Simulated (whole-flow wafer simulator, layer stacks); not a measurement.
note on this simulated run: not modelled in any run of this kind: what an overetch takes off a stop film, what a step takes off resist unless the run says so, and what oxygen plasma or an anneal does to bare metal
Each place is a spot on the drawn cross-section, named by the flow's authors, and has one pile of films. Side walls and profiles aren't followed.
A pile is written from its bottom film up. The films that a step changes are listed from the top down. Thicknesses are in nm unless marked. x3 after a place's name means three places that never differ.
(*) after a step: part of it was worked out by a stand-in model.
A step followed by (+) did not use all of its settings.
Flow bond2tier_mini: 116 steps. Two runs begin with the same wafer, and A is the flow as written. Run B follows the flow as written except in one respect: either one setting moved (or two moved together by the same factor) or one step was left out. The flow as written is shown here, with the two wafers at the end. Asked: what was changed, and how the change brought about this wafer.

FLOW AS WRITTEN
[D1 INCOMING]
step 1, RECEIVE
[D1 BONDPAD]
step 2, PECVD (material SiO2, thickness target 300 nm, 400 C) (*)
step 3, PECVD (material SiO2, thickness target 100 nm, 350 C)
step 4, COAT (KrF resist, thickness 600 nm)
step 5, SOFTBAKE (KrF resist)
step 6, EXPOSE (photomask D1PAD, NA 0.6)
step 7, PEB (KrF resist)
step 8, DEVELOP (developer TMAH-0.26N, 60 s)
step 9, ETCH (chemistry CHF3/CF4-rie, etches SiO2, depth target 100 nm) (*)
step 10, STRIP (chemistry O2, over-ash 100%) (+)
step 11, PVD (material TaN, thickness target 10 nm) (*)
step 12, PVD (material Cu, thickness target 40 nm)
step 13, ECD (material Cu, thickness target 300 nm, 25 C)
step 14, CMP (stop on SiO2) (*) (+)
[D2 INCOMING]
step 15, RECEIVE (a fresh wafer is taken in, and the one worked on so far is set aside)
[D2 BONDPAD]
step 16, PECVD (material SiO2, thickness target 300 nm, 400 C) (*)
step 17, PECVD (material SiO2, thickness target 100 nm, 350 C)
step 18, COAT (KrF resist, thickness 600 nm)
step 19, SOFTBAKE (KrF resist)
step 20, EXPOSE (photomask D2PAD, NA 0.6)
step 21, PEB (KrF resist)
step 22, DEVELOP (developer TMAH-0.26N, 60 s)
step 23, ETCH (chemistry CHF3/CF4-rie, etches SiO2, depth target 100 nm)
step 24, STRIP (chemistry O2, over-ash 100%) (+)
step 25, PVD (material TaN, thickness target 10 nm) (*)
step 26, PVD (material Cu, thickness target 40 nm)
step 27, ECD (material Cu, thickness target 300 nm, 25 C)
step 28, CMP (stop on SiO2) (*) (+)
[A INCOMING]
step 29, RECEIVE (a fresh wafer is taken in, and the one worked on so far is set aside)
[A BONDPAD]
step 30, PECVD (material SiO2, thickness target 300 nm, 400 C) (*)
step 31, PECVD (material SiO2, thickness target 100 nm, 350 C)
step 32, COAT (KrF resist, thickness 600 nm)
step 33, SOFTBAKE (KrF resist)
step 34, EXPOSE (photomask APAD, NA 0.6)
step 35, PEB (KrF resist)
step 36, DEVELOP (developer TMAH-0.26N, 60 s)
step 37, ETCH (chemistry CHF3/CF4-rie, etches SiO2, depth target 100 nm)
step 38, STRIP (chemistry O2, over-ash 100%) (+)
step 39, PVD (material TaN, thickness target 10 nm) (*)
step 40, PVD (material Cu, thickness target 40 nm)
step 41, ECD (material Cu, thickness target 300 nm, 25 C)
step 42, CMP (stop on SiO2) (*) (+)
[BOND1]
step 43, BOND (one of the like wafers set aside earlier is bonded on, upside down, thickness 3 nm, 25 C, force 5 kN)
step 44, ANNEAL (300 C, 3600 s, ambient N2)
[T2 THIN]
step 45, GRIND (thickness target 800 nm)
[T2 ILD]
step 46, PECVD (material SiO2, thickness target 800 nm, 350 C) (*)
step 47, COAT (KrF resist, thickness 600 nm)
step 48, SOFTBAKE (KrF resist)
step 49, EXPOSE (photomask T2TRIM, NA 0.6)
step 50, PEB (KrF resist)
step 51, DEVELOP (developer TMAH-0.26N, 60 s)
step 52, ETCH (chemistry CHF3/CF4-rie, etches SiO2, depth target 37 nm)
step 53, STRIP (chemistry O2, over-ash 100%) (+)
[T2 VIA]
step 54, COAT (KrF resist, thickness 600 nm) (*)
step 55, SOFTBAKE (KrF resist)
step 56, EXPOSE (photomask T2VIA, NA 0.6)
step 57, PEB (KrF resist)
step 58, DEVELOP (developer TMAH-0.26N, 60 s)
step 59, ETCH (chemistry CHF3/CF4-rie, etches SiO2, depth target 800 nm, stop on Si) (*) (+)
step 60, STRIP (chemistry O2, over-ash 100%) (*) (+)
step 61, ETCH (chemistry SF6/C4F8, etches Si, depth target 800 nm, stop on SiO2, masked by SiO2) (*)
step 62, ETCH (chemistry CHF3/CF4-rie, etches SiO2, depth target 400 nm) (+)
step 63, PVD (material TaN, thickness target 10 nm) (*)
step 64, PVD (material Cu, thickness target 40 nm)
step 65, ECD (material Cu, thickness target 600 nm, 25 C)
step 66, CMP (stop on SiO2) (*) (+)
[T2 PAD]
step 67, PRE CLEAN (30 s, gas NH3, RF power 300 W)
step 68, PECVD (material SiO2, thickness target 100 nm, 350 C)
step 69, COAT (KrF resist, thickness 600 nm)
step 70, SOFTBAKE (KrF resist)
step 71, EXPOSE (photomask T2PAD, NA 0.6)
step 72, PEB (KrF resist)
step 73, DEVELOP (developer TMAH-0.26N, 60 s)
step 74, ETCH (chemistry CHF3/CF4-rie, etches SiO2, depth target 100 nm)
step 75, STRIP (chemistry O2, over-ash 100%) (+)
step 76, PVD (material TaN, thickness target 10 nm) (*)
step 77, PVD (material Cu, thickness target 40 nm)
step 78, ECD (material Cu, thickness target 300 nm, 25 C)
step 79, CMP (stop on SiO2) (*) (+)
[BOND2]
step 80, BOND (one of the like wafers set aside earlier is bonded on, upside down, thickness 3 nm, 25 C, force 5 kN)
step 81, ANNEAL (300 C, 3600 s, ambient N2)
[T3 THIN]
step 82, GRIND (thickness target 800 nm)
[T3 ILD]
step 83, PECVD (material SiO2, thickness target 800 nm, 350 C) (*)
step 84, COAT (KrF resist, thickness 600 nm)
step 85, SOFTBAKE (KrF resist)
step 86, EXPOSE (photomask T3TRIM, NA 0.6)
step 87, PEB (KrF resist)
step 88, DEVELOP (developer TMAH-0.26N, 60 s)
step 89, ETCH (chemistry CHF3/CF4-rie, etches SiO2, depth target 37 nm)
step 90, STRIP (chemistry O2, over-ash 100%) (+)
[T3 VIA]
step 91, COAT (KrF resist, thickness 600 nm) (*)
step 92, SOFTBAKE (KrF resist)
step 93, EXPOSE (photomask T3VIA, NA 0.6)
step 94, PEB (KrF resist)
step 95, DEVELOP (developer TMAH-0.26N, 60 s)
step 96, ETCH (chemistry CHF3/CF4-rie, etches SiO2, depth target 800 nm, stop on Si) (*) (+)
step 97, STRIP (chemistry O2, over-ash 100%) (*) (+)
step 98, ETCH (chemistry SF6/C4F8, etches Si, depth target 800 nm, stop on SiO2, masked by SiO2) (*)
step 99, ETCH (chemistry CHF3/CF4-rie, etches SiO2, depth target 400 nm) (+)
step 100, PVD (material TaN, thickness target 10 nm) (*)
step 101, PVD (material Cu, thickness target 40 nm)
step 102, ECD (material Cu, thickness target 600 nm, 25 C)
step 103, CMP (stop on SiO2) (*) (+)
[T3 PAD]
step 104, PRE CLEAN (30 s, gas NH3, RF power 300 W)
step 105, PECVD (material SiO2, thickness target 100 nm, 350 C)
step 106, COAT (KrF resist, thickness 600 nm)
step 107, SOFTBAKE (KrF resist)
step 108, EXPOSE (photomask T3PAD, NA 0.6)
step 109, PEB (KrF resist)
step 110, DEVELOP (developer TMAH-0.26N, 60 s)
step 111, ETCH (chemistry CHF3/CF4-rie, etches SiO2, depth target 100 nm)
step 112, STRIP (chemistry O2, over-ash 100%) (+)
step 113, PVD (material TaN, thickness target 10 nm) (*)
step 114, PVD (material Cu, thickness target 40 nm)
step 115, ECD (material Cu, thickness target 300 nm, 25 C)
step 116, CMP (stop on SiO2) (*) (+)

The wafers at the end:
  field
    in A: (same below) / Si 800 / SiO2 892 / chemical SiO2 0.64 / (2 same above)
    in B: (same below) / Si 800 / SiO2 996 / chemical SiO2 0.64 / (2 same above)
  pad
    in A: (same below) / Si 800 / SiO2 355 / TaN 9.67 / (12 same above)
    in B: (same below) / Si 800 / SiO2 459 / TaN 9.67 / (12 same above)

What caused this: step 62, ETCH: depth target 296 nm was run, whereas the flow has depth target 400 nm.

The path from the change to this, step by step:
  step 62, ETCH (chemistry CHF3/CF4-rie, etches SiO2, depth target 400 nm) (+)
      field, pad: A -400 SiO2 | B -296 SiO2
